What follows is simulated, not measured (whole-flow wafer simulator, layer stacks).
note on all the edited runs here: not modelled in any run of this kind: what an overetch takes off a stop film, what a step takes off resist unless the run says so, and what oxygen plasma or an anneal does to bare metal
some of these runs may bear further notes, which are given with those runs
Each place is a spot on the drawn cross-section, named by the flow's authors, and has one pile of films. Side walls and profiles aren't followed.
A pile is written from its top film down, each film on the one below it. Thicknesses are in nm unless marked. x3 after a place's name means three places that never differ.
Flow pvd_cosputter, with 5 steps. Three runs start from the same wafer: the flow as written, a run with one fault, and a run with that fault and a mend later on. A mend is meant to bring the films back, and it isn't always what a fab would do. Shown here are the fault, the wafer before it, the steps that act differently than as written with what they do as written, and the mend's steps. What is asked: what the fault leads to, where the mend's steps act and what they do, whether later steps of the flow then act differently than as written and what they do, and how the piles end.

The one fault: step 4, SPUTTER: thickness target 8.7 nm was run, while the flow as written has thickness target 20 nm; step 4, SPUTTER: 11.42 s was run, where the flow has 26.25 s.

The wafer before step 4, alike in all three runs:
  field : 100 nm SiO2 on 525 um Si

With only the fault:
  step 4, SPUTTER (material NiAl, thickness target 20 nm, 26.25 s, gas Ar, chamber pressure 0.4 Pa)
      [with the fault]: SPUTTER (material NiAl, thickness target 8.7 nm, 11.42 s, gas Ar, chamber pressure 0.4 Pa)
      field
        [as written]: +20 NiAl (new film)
        [with the fault]: +8.7 NiAl (new film)
  None of the later steps of the flow acts differently than as written at any place that is followed.
  By the end, the piles at field depart from the flow's by more than 2% or 0.5 nm, whichever is larger.
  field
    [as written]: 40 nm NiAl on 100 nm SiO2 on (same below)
    [with the fault]: 28.7 nm NiAl on 100 nm SiO2 on (same below)

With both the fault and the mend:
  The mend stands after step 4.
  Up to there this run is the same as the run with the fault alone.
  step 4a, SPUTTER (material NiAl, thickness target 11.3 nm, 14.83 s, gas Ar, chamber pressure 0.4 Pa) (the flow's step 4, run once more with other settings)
      field
        +11.3 NiAl
  None of the later steps of the flow acts differently than as written at any place that is followed.
  At every place that both follow, the piles at the end match the flow's.
